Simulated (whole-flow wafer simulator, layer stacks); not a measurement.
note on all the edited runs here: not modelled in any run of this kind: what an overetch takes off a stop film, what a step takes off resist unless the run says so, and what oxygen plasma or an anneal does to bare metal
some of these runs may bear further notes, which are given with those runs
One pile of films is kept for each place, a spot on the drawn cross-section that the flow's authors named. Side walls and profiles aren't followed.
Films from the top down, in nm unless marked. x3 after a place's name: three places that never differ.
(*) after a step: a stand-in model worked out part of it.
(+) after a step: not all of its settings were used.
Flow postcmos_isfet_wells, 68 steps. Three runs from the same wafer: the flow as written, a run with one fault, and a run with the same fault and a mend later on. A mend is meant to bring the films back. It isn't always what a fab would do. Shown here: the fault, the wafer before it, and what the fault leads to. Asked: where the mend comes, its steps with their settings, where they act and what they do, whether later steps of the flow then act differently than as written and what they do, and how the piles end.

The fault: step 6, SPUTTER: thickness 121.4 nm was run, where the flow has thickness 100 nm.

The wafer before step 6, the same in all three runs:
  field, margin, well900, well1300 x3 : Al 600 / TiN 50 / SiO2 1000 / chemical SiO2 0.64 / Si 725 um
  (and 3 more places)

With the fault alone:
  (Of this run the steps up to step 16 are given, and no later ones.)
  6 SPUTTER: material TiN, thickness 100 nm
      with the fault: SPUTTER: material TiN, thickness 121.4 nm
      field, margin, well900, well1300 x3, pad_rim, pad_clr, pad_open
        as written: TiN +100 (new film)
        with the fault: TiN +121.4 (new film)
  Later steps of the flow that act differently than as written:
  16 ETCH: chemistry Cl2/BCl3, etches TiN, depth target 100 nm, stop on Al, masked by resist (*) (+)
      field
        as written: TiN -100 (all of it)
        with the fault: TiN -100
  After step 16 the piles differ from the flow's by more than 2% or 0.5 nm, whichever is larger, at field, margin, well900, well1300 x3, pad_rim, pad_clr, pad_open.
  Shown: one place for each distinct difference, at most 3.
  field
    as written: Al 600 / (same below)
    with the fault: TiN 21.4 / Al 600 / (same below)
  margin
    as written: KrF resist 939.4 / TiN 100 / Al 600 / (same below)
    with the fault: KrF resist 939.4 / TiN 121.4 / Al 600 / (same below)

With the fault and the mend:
  The mend comes after step 6.
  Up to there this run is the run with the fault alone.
  6a ETCH: chemistry peroxide tin strip, depth target 139.6 nm
      field, margin, well900, well1300 x3, pad_rim, pad_clr, pad_open
        TiN -121.4 (all of it)
  6b SPUTTER: material TiN, thickness 100 nm (the flow's step 6 once more)
      field, margin, well900, well1300 x3, pad_rim, pad_clr, pad_open
        TiN +100 (new film)
  No later step of the flow acts differently than as written at any place that is followed.
  At the end the piles are the same as the flow's at every place that both follow.
